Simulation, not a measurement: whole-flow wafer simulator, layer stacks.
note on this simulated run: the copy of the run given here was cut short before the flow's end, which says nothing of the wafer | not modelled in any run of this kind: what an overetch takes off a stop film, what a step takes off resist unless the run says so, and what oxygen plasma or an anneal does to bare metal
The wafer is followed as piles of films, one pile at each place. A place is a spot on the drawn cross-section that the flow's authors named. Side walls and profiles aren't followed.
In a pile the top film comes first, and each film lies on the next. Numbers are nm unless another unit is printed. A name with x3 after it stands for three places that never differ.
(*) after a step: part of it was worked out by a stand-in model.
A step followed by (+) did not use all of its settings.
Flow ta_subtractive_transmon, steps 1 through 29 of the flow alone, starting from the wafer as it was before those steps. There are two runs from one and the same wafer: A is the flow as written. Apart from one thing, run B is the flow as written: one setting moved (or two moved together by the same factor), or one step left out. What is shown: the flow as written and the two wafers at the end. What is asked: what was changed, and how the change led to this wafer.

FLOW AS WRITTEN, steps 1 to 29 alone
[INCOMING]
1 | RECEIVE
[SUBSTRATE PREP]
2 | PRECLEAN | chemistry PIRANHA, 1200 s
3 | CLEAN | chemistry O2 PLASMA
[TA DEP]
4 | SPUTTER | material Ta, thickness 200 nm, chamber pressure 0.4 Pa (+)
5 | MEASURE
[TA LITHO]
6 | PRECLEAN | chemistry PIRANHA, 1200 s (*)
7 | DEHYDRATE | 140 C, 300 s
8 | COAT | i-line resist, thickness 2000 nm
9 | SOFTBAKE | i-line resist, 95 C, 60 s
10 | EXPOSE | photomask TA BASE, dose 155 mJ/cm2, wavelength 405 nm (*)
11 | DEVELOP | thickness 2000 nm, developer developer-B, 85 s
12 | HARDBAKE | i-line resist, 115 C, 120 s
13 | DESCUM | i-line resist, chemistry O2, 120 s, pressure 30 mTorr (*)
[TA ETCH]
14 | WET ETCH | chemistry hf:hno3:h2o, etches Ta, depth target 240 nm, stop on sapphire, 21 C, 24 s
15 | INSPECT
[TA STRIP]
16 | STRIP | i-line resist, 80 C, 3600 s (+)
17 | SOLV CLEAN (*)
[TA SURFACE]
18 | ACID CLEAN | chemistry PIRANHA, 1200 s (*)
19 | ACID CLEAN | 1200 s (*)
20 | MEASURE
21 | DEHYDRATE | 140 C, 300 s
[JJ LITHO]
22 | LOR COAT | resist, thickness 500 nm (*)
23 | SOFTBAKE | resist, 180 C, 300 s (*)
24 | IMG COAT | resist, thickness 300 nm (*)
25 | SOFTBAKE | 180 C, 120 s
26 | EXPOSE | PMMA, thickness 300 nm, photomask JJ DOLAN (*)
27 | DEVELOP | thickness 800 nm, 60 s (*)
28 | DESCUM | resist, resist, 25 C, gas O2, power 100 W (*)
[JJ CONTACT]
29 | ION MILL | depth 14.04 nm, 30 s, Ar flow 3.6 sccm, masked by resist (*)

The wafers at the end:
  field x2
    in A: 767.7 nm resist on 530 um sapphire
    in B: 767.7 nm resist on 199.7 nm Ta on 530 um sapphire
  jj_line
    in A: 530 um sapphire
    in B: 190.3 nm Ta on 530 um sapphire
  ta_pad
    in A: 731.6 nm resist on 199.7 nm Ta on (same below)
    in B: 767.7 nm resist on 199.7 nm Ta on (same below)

The reason: step 14, WET ETCH: chemistry hf:hno3:h2o, etches Ta, depth target 240 nm, stop on sapphire, 21 C, 24 s, was omitted.

Step by step, how the change led to this:
  22 | LOR COAT | resist, thickness 500 nm (*)
      lead: A resist gains 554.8 (new film) | B resist gains 500 (new film)
      ta_contact: A resist gains 443.8 (new film) | B resist gains 500 (new film)
      (also at 1 further place)
  24 | IMG COAT | resist, thickness 300 nm (*)
      lead: A resist gains 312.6 | B resist gains 300
      ta_contact: A resist gains 287.4 | B resist gains 300
      (also at 1 further place)
  27 | DEVELOP | thickness 800 nm, 60 s (*)
      lead: A resist loses 867.4 (all of it) | B resist loses 800 (all of it)
      ta_contact: A resist loses 731.2 (all of it) | B resist loses 800 (all of it)
  29 | ION MILL | depth 14.04 nm, 30 s, Ar flow 3.6 sccm, masked by resist (*)
      jj_line, lead: A sapphire loses 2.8 | B Ta loses 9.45
With metal films that touch counted as one body, field x2 has 1 body; the flow as written gives 0 bodies.
With metal films that touch counted as one body, jj_line has 1 body; the flow as written gives 0 bodies.
